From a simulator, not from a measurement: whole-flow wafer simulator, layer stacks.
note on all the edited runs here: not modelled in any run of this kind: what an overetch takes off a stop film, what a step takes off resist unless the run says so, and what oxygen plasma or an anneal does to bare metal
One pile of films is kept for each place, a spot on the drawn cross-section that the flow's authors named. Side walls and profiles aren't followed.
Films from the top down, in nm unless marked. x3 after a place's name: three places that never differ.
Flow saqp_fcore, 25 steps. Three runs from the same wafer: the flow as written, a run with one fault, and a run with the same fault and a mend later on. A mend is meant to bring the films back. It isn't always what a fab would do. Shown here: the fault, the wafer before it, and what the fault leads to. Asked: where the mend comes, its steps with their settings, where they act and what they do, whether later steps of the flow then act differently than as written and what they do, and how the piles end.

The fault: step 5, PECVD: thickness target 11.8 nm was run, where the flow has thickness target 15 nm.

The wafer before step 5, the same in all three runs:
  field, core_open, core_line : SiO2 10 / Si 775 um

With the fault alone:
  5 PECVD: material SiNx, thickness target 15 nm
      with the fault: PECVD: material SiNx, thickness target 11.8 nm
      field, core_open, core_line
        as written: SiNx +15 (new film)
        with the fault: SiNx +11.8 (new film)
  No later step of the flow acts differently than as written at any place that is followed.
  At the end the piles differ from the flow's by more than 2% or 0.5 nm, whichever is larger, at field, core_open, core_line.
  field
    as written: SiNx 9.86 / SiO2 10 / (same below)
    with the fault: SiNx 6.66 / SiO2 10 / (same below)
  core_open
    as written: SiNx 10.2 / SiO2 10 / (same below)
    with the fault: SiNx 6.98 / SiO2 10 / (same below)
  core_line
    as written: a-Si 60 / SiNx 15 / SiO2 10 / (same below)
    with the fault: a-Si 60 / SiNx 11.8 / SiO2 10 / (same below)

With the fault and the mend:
  The mend comes after step 5.
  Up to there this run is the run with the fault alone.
  5a PECVD: material SiNx, thickness target 3.2 nm (the flow's step 5 once more, with other settings)
      field, core_open, core_line
        SiNx +3.2
  No later step of the flow acts differently than as written at any place that is followed.
  At the end the piles are the same as the flow's at every place that both follow.
